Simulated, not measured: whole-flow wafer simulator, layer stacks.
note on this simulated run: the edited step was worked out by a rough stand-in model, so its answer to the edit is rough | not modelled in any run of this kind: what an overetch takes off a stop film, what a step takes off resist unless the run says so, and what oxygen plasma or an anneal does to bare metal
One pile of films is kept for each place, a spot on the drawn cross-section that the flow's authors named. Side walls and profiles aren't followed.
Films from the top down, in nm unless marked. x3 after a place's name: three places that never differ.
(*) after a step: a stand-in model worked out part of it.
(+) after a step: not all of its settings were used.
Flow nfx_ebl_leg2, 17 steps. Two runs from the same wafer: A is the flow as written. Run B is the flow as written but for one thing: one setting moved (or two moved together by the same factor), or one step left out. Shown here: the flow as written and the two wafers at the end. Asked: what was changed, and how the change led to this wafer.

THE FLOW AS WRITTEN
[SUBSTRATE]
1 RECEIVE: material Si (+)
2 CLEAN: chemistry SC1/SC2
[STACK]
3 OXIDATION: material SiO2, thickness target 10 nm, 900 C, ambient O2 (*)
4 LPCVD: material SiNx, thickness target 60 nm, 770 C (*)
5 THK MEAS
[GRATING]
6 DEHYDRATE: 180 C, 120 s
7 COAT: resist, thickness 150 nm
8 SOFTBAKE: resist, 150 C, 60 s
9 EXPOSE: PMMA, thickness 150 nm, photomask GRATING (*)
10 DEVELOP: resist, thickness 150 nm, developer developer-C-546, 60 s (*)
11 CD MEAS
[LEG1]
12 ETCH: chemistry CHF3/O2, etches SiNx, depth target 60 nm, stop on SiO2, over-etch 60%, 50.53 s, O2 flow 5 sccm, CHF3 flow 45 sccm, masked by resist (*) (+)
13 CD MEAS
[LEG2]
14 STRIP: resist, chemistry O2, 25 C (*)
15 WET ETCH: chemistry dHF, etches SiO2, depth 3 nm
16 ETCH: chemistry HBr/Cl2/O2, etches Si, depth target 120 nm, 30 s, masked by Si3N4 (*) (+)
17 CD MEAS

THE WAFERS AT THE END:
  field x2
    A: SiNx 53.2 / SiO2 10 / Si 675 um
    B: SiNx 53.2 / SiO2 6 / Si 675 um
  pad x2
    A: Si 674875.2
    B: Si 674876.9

The cause: step 3, OXIDATION: thickness target 6 nm was run, where the flow has thickness target 10 nm.
It can be read off the wafer: field x2 has SiO2 6, and step 3 as written asks for 10 nm.

How the change led to this, step by step:
  3 OXIDATION: material SiO2, thickness target 10 nm, 900 C, ambient O2 (*)
      field x2, pad x2: A SiO2 +10 (new film), chemical SiO2 -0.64 (all of it), Si -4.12 | B SiO2 +6 (new film), chemical SiO2 -0.64 (all of it), Si -2.36
  12 ETCH: chemistry CHF3/O2, etches SiNx, depth target 60 nm, stop on SiO2, over-etch 60%, 50.53 s, O2 flow 5 sccm, CHF3 flow 45 sccm, masked by resist (*) (+)
      pad x2: A SiNx -60 (all of it), SiO2 -10 (all of it) | B SiNx -60 (all of it), SiO2 -6 (all of it)
